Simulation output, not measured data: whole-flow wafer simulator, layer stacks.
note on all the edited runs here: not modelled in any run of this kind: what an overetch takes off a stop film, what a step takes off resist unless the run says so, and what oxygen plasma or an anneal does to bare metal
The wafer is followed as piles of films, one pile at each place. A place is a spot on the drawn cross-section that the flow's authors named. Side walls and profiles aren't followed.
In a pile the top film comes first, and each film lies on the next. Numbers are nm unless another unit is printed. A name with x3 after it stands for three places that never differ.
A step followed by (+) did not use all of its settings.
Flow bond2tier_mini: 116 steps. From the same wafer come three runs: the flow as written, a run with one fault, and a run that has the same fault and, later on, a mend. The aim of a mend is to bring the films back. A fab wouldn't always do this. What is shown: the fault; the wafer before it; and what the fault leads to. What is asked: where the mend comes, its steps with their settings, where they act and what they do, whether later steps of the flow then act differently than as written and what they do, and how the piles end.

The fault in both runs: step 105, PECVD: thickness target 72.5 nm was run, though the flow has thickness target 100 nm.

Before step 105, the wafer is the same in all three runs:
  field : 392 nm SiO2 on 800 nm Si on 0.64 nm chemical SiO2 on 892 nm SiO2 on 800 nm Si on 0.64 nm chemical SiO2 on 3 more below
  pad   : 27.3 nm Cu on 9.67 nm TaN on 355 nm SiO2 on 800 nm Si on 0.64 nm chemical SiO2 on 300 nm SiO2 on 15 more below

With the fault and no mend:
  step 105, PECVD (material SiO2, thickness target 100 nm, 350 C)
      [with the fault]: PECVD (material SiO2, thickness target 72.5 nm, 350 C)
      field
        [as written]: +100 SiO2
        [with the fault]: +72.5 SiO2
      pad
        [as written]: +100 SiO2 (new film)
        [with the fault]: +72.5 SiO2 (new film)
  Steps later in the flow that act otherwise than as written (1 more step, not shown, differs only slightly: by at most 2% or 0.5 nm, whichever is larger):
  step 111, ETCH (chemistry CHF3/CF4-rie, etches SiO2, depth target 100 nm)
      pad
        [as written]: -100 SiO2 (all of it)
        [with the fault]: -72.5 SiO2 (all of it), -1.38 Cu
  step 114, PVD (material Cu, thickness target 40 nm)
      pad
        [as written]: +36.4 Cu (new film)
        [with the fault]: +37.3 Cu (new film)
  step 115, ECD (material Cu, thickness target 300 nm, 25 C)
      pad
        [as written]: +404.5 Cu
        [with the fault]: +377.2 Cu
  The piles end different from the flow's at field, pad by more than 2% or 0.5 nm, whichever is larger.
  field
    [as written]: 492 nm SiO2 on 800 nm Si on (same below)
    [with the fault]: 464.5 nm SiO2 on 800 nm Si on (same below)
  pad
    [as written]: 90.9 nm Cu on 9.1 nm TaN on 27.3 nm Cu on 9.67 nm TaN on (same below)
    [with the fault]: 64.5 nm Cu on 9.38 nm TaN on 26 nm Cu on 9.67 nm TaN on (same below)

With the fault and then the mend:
  The mend stands after step 110.
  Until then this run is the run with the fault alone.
  step 110a, STRIP (chemistry O2, over-ash 100%) (+)
      field
        -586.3 KrF resist (all of it)
  step 110b, PECVD (material SiO2, thickness target 27.5 nm, 350 C) (the flow's step 105, run once more with other settings)
      field, pad
        +27.5 SiO2
  step 110c, COAT (KrF resist, thickness 600 nm) (the flow's step 106, run once more)
      field, pad
        +600 KrF resist (new film)
  step 110d, SOFTBAKE (KrF resist) (the flow's step 107, run once more)
      alters no film at any place that is followed
  step 110e, EXPOSE (photomask T3PAD, NA 0.6) (the flow's step 108, run once more)
      alters no film at any place that is followed
  step 110f, PEB (KrF resist) (the flow's step 109, run once more)
      alters no film at any place that is followed
  step 110g, DEVELOP (developer TMAH-0.26N, 60 s) (the flow's step 110, run once more)
      field
        -13.7 KrF resist
      pad
        -600 KrF resist (all of it)
  Later steps of the flow that are run all act as written at every place that is followed.
  By the end, the piles equal the flow's at every place that both follow.
